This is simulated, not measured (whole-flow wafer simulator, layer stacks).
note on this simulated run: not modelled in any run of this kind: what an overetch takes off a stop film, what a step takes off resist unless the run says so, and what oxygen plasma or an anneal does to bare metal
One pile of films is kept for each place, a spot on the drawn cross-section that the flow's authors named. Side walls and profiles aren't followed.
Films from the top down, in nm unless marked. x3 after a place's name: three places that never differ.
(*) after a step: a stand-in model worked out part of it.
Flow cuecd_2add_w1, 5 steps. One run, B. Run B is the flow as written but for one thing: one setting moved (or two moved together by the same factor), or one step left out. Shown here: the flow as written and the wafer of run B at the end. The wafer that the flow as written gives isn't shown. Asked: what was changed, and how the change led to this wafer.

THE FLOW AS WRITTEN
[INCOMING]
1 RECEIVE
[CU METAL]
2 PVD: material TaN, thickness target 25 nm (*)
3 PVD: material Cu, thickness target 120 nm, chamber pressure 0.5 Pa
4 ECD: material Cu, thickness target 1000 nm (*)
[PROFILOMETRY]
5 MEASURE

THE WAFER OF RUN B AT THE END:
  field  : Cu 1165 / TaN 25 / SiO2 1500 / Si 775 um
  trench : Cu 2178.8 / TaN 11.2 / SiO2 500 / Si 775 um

The cause: step 3, PVD: thickness target 165 nm was run, where the flow has thickness target 120 nm.

How the change led to this, step by step:
  3 PVD: material Cu, thickness target 120 nm, chamber pressure 0.5 Pa
      field: Cu +165 (new film) (as written it would be: Cu +120 (new film))
      trench: Cu +72.6 (new film) (as written it would be: Cu +53.6 (new film))
